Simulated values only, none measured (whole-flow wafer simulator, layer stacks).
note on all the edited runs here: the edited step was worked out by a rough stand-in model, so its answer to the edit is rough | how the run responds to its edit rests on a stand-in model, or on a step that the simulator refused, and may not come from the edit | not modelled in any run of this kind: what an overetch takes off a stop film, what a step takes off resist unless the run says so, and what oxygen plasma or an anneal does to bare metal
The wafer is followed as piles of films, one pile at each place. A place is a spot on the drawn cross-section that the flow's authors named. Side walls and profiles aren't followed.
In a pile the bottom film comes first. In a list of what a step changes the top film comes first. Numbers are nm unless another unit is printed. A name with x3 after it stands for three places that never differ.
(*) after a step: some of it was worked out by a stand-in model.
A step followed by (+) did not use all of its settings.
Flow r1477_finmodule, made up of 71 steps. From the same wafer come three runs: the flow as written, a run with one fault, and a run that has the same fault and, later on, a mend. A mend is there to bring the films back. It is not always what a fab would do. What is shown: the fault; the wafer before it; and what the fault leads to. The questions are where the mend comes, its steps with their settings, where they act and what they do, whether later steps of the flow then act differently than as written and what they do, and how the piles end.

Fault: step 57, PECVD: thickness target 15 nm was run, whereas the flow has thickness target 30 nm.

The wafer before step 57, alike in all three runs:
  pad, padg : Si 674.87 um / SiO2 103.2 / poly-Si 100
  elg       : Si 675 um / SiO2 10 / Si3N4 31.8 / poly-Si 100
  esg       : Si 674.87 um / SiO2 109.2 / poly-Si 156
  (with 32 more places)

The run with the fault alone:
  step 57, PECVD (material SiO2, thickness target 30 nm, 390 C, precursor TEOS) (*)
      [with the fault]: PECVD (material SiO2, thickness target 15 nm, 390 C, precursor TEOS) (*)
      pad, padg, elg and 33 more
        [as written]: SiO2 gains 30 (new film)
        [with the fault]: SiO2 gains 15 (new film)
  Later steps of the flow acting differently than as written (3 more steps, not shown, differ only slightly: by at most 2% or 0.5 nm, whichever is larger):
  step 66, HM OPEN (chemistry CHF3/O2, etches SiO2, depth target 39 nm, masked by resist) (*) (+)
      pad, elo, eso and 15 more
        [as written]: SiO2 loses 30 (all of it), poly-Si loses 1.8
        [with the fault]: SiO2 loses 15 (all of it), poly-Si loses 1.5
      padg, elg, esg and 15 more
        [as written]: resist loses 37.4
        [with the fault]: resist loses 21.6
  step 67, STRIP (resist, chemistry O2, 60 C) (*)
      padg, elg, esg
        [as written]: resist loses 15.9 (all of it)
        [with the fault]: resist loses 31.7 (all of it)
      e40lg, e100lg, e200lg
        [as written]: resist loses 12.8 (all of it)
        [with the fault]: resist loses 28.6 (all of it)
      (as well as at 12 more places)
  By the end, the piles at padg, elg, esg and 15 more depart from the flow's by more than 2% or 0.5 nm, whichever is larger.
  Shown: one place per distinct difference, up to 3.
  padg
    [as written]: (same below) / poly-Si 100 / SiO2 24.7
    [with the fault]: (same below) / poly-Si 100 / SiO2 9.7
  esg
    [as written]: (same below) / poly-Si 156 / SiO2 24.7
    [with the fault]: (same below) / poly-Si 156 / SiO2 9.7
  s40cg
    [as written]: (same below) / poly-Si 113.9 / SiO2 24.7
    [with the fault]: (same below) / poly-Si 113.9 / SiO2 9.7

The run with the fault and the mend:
  The mend follows step 64.
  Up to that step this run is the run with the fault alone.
  step 64a, STRIP (resist, chemistry O2, 60 C)
      padg, elg, esg
        resist loses 70 (all of it)
      e40lg, e100lg, e200lg
        resist loses 66.9 (all of it)
      s40sg, s45sg
        resist loses 91 (all of it)
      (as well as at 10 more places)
  step 64b, PECVD (material SiO2, thickness target 15 nm, 390 C, precursor TEOS) (*) (a further turn of the flow's step 57, with different settings)
      pad, padg, elg and 33 more
        SiO2 gains 15
  step 64c, COAT (resist, thickness 70 nm) (*) (a further turn of the flow's step 60)
      e40lg, e100lg, e200lg, elo, e40lo, e100lo, e200lo
        resist gains 66.9 (new film)
      pad, padg, elg, esg
        resist gains 70 (new film)
      s40sg, s45sg, s40so, s45so
        resist gains 91 (new film)
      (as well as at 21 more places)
  step 64d, SOFTBAKE (180 C, 180 s) (*) (a further turn of the flow's step 61)
      leaves every film unchanged at each place that is followed
  step 64e, EXPOSE (resist, photomask GATE) (a further turn of the flow's step 62)
      leaves every film unchanged at each place that is followed
  step 64f, DEVELOP (*) (a further turn of the flow's step 63)
      elo, e40lo, e100lo, e200lo
        resist loses 66.9 (all of it)
      eso, e40so
        resist loses 129.5 (all of it)
      s40so, s45so
        resist loses 91 (all of it)
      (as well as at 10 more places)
  Every later step of the flow that is run acts as written at every place that is followed.
  At every place that both follow, the piles at the end match the flow's.
